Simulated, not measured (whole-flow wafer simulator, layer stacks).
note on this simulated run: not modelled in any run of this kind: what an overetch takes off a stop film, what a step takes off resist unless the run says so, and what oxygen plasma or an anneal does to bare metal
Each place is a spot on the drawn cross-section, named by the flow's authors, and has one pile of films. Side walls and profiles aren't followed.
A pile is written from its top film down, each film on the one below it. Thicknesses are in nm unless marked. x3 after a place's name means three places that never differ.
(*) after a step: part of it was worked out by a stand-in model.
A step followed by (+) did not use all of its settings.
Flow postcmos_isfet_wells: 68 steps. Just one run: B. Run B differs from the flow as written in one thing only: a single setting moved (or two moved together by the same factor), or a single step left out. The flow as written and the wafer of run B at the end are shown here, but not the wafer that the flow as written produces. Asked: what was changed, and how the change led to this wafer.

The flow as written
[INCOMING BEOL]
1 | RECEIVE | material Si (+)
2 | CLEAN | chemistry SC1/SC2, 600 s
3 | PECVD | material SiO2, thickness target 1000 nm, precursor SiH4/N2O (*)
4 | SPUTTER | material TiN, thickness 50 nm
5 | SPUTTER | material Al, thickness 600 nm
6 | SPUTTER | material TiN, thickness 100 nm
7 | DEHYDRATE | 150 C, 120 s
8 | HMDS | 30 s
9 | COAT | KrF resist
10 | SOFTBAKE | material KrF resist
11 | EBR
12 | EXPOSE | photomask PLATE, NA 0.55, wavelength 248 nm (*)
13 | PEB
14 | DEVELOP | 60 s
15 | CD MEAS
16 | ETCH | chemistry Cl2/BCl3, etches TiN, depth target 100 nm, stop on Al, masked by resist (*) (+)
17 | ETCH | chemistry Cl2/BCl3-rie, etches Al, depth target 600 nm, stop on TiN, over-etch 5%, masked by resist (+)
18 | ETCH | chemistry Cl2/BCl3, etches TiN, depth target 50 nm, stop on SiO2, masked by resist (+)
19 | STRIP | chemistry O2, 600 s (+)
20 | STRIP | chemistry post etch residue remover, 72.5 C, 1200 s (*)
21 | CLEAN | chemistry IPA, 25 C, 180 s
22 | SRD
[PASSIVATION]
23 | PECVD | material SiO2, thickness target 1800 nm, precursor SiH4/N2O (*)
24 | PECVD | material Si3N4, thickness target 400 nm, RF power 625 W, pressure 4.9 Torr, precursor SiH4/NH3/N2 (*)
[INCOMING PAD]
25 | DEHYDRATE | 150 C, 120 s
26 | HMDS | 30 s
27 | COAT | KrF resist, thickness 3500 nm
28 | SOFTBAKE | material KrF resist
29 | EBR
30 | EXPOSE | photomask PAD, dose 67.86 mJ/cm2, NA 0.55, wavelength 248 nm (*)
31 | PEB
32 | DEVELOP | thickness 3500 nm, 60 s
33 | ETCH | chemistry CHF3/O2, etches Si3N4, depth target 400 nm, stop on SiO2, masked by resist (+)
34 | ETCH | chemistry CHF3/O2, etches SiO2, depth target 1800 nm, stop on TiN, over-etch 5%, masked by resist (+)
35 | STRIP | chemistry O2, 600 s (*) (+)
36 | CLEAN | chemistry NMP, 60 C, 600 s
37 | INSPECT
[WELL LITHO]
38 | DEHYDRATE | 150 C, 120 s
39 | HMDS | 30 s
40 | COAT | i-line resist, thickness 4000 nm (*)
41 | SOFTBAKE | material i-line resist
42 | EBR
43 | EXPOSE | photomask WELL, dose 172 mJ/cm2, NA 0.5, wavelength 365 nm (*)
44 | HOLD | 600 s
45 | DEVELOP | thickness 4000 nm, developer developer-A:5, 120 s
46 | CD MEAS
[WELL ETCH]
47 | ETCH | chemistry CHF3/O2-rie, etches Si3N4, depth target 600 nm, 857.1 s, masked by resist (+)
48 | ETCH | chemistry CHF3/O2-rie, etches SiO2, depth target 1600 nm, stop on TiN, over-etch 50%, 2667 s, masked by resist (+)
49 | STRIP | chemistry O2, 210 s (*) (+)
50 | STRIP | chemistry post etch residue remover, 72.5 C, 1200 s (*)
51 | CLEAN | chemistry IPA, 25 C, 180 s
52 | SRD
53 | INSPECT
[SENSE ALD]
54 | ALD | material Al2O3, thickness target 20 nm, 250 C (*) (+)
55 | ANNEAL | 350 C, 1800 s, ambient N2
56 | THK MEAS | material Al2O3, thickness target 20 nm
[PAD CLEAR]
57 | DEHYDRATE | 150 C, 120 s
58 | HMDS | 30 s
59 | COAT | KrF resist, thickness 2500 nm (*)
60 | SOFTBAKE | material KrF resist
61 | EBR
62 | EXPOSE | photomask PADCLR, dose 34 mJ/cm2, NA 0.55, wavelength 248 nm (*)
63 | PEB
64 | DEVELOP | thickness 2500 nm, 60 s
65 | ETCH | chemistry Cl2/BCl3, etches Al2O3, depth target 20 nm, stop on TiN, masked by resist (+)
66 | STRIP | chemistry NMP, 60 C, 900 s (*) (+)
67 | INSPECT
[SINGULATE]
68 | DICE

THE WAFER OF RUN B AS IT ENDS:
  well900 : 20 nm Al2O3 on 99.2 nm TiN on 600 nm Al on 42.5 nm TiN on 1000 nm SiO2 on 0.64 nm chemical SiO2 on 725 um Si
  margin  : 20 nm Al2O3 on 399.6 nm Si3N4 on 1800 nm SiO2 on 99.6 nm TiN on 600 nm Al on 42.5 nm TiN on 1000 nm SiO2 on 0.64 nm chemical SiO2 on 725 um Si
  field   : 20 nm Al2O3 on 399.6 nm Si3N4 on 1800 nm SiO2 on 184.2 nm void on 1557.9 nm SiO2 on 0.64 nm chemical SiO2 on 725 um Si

The reason: step 4, SPUTTER: thickness 42.5 nm was run, while the flow as written has thickness 50 nm.
One can read it off the wafer: well900 has TiN 42.5, and step 4 as written asks for 50 nm.

How this came from the change, step by step:
  4 | SPUTTER | material TiN, thickness 50 nm
      field, margin, well900, well1300 x3, pad_rim, pad_clr, pad_open: TiN gains 42.5 (new film) (as written it would have been: TiN gains 50 (new film))
  18 | ETCH | chemistry Cl2/BCl3, etches TiN, depth target 50 nm, stop on SiO2, masked by resist (+)
      field: TiN loses 42.5 (all of it) (as written it would have been: TiN loses 50 (all of it))
  23 | PECVD | material SiO2, thickness target 1800 nm, precursor SiH4/N2O (*)
      field: SiO2 gains 1800 (new film), void gains 184.2 (new film), SiO2 gains 557.9 (as written it would have been: SiO2 gains 1800 (new film), void gains 189.9 (new film), SiO2 gains 559.7)
